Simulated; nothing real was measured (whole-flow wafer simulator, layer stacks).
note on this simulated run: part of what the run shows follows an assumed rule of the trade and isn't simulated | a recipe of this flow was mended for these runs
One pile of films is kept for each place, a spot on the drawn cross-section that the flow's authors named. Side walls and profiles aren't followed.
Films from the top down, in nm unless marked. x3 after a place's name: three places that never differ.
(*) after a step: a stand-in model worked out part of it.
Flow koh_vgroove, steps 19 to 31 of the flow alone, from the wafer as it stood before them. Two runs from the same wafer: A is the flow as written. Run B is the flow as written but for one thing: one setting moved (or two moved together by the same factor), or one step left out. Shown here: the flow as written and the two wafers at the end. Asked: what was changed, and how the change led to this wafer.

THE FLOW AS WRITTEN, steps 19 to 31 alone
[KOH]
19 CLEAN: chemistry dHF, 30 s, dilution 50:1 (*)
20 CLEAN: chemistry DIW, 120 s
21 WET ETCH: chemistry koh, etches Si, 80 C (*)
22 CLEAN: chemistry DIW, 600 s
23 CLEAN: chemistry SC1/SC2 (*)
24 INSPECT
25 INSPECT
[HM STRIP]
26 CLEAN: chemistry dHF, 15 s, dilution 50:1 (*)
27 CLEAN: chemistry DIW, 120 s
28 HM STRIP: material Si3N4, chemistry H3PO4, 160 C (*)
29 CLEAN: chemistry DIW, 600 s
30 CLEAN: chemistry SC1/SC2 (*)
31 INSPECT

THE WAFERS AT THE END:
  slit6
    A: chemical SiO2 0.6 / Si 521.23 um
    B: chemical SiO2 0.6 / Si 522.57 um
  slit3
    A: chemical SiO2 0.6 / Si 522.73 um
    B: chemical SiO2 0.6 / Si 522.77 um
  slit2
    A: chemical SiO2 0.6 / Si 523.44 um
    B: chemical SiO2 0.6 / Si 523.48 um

The cause: step 21, WET ETCH: 72 C was run, where the flow has 80 C.

How the change led to this, step by step:
  21 WET ETCH: chemistry koh, etches Si, 80 C (*)
      slit6, slit20: A Si -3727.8 | B Si -2384.9
      slit2: A Si -1515.1 | B Si -1475.9
